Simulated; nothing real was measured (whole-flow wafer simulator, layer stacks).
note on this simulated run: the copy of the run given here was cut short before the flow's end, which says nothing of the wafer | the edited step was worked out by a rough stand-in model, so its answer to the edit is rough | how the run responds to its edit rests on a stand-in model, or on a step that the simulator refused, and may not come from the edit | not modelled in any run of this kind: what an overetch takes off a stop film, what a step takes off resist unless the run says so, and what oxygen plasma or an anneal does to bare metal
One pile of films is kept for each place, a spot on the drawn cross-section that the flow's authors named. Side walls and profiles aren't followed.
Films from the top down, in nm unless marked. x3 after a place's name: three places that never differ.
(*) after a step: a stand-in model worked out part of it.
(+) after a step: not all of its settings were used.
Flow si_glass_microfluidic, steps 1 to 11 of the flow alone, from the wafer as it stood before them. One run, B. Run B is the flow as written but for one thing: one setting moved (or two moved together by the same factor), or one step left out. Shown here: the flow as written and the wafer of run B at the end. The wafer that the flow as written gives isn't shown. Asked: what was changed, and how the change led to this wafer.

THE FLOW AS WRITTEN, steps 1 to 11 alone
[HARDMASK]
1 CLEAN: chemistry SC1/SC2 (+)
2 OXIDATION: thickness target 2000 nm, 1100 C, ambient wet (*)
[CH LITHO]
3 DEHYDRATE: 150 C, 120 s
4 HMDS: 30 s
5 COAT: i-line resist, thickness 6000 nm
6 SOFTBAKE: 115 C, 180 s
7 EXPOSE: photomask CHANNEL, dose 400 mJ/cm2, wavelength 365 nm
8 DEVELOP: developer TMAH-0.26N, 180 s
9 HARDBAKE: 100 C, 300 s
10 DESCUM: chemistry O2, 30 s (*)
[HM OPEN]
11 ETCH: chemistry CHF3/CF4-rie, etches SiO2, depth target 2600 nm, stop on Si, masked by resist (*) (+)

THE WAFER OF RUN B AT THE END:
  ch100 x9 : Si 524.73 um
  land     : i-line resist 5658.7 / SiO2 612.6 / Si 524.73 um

The cause: step 2, OXIDATION: 880 C was run, where the flow has 1100 C.

How the change led to this, step by step:
  2 OXIDATION: thickness target 2000 nm, 1100 C, ambient wet (*)
      land, ch100 x9: SiO2 +612.6 (new film), chemical SiO2 -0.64 (all of it), Si -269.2 (as written it would be: SiO2 +2000 (new film), chemical SiO2 -0.64 (all of it), Si -879.7)
  11 ETCH: chemistry CHF3/CF4-rie, etches SiO2, depth target 2600 nm, stop on Si, masked by resist (*) (+)
      ch100 x9: SiO2 -612.6 (all of it) (as written it would be: SiO2 -2000 (all of it))
      land: i-line resist -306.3 (as written it would be: i-line resist -866.7)
